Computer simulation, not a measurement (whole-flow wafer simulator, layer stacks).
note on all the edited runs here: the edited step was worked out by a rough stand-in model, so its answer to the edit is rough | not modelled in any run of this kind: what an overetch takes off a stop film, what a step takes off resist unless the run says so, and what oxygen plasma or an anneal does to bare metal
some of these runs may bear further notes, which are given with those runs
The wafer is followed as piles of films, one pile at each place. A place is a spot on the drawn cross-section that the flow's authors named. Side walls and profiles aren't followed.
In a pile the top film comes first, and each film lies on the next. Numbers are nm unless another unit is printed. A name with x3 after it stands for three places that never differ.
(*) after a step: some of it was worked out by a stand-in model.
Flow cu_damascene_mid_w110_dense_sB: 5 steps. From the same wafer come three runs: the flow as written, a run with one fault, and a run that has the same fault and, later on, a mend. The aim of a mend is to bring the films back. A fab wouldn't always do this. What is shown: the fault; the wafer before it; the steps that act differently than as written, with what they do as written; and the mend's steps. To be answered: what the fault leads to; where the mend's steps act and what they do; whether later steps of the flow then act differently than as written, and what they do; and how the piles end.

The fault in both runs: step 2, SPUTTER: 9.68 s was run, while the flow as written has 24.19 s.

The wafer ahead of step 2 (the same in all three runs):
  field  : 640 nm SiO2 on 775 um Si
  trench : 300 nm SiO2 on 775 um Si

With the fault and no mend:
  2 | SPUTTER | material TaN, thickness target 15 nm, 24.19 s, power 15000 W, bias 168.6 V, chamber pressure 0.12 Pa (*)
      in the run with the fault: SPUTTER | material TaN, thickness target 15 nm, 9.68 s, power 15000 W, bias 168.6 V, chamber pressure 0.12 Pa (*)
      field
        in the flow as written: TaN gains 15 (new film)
        in the run with the fault: TaN gains 6 (new film)
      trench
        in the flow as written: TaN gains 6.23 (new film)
        in the run with the fault: TaN gains 2.49 (new film)
  Steps further on in the flow that do not act as written (2 other steps are not shown; they differ only slightly, by no more than 2% or 0.5 nm, whichever is larger):
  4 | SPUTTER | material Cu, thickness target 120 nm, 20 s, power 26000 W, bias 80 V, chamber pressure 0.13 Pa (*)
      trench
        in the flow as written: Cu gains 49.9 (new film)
        in the run with the fault: Cu gains 51.3 (new film)
  By the end, the piles at field, trench depart from the flow's by more than 2% or 0.5 nm, whichever is larger.
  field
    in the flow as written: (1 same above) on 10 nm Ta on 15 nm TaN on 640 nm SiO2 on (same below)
    in the run with the fault: (1 same above) on 10 nm Ta on 6 nm TaN on 640 nm SiO2 on (same below)
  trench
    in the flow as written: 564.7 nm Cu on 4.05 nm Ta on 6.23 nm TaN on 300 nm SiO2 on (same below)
    in the run with the fault: 559.3 nm Cu on 4.16 nm Ta on 2.49 nm TaN on 300 nm SiO2 on (same below)

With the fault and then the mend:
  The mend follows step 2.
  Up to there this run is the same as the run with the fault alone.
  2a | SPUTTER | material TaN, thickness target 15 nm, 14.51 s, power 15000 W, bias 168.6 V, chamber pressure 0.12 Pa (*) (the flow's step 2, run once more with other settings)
      field
        TaN gains 9
      trench
        TaN gains 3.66
  Every later step of the flow that is run acts as written, at every place that is followed, to within 2% or 0.5 nm, whichever is larger.
  When the end is reached, the piles differ only a little from the flow's at the places that both follow, at most by 2% or 0.5 nm, whichever is larger.
